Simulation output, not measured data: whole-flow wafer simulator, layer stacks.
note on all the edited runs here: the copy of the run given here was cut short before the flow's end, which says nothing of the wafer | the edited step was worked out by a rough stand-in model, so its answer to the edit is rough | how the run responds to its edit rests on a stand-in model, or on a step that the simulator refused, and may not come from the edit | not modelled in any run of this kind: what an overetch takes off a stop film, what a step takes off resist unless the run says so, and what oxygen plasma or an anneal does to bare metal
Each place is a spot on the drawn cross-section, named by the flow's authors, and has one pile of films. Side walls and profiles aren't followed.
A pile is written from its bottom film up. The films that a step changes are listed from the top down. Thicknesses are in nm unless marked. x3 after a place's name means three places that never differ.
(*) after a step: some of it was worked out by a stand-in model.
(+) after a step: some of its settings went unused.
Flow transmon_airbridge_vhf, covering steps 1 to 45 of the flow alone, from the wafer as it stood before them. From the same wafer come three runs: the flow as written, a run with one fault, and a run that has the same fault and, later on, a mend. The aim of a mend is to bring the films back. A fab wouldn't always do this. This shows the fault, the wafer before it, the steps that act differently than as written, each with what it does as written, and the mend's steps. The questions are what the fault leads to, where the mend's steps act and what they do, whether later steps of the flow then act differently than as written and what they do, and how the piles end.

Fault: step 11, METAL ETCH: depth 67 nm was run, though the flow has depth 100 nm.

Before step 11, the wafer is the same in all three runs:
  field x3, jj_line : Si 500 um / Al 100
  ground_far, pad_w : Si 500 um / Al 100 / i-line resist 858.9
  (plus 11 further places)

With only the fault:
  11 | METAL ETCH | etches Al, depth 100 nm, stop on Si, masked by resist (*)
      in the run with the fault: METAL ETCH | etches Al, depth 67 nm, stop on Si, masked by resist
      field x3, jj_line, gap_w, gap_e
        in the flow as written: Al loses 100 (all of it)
        in the run with the fault: Al loses 67
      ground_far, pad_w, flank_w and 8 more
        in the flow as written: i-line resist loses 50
        in the run with the fault: i-line resist loses 33.5
  Steps further on in the flow that do not act as written (15 other steps are not shown; they differ only slightly, by no more than 2% or 0.5 nm, whichever is larger):
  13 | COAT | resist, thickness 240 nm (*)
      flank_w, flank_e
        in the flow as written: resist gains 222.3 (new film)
        in the run with the fault: resist gains 227.7 (new film)
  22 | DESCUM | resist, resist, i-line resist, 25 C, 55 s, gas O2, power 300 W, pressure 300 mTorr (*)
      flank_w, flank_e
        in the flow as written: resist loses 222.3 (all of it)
        in the run with the fault: resist loses 227.7 (all of it)
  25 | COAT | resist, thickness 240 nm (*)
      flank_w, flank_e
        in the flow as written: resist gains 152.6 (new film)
        in the run with the fault: resist gains 156 (new film)
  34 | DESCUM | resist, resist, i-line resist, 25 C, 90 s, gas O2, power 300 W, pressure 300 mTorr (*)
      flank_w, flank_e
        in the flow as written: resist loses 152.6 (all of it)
        in the run with the fault: resist loses 156 (all of it)
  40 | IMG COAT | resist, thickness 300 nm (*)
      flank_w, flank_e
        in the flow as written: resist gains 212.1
        in the run with the fault: resist gains 216.9
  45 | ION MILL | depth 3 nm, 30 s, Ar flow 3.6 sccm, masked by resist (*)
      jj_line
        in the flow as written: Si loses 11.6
        in the run with the fault: Al loses 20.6
  The piles end different from the flow's at field x3, jj_line, gap_w, gap_e by more than 2% or 0.5 nm, whichever is larger.
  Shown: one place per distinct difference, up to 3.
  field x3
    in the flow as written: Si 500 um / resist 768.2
    in the run with the fault: Si 500 um / Al 33 / resist 768.2
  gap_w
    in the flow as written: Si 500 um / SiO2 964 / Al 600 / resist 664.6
    in the run with the fault: Si 500 um / Al 33 / SiO2 964 / Al 600 / resist 655.8
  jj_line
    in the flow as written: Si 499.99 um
    in the run with the fault: Si 500 um / Al 12.4

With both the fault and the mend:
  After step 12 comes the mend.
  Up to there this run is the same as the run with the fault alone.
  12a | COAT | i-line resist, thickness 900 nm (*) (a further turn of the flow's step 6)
      field x3, jj_line, trace_open_s x2, margin_s, bridge_strip, margin_n
        i-line resist gains 900 (new film)
      pad_w, pad_e
        i-line resist gains 891.8 (new film)
      flank_w, flank_e
        i-line resist gains 884.3 (new film)
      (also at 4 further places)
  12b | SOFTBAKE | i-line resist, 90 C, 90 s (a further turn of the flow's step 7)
      flank_w, flank_e
        i-line resist loses 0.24
      gap_w, gap_e
        i-line resist gains 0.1
      cpw_trace
        i-line resist loses 0.05
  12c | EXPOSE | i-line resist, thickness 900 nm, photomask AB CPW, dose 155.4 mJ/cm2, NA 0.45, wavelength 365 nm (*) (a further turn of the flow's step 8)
      leaves every film unchanged at each place that is followed
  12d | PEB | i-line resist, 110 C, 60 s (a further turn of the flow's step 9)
      field x3, jj_line, trace_open_s x2, margin_s, bridge_strip, margin_n
        i-line resist loses 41
      pad_w, pad_e
        i-line resist loses 40.7
      flank_w, flank_e
        i-line resist loses 40.3
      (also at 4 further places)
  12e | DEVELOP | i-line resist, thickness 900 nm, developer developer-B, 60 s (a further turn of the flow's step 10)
      ground_far, cpw_trace, trace_open_s x2, margin_s, bridge_strip, margin_n
        i-line resist loses 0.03
      field x3, jj_line
        i-line resist loses 859 (all of it)
      gap_w, gap_e
        i-line resist loses 893.9 (all of it)
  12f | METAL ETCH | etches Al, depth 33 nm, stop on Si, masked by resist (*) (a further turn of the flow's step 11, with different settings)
      ground_far, pad_w, flank_w and 8 more
        i-line resist loses 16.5
      field x3, jj_line, gap_w, gap_e
        Al loses 33 (all of it)
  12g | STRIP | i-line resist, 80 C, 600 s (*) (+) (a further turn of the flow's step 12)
      trace_open_s x2, margin_s, bridge_strip, margin_n
        i-line resist loses 842.4 (all of it)
      pad_w, pad_e
        i-line resist loses 834.6 (all of it)
      flank_w, flank_e
        i-line resist loses 827.2 (all of it)
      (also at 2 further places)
  Later steps of the flow that are run all act as written at every place that is followed.
  At every place that both follow, the piles at the end match the flow's.
